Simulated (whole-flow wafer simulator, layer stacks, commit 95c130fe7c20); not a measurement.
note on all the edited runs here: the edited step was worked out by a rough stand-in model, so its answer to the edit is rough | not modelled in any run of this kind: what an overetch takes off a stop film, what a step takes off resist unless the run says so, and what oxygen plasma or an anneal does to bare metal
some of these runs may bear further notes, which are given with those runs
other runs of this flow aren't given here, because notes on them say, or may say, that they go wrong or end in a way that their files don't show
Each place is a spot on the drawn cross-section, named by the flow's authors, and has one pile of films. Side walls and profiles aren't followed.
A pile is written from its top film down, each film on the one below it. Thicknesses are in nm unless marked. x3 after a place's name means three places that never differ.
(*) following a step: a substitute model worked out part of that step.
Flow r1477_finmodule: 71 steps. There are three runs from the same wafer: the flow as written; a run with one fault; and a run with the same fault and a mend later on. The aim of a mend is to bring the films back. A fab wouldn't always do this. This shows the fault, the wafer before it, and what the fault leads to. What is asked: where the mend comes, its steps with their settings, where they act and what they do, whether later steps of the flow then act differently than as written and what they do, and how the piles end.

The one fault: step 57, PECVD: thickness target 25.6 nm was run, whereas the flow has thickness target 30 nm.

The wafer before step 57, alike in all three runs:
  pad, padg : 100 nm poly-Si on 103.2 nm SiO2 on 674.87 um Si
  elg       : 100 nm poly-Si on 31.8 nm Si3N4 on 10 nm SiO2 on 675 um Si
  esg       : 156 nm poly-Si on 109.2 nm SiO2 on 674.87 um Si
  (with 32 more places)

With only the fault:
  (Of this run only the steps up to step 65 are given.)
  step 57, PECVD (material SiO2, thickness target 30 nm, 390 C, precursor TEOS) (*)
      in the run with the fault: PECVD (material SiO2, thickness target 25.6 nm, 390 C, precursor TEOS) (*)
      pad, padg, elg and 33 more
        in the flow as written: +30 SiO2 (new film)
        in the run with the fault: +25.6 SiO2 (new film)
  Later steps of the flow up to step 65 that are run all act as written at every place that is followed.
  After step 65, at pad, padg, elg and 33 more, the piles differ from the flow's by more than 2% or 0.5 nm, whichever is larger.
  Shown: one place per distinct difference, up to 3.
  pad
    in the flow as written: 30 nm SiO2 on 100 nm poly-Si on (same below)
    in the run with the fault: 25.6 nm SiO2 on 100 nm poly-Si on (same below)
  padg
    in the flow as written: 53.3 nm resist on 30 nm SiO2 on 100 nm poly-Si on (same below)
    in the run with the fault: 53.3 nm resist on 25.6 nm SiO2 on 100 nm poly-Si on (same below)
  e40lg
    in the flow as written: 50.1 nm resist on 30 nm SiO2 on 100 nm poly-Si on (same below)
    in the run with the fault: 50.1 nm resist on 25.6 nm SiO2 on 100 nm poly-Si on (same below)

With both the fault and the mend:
  After step 64 comes the mend.
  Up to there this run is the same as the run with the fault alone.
  step 64a, STRIP (resist, chemistry O2, 60 C)
      padg, elg, esg
        -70 resist (all of it)
      e40lg, e100lg, e200lg
        -66.9 resist (all of it)
      s40sg, s45sg
        -91 resist (all of it)
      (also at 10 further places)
  step 64b, PECVD (material SiO2, thickness target 4.4 nm, 390 C, precursor TEOS) (*) (the flow's step 57 again, with other settings)
      pad, padg, elg and 33 more
        +4.4 SiO2
  step 64c, DEHYDRATE (150 C, 120 s) (the flow's step 59 again)
      alters no film at any place that is followed
  step 64d, COAT (resist, thickness 70 nm) (*) (the flow's step 60 again)
      e40lg, e100lg, e200lg, elo, e40lo, e100lo, e200lo
        +66.9 resist (new film)
      pad, padg, elg, esg
        +70 resist (new film)
      s40sg, s45sg, s40so, s45so
        +91 resist (new film)
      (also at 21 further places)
  step 64e, SOFTBAKE (180 C, 180 s) (*) (the flow's step 61 again)
      alters no film at any place that is followed
  step 64f, EXPOSE (resist, photomask GATE) (the flow's step 62 again)
      alters no film at any place that is followed
  step 64g, DEVELOP (*) (the flow's step 63 again)
      elo, e40lo, e100lo, e200lo
        -66.9 resist (all of it)
      eso, e40so
        -129.5 resist (all of it)
      s40so, s45so
        -91 resist (all of it)
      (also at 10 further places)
  Later steps of the flow that are run all act as written at every place that is followed.
  The piles end the same as the flow's at every place that both follow.
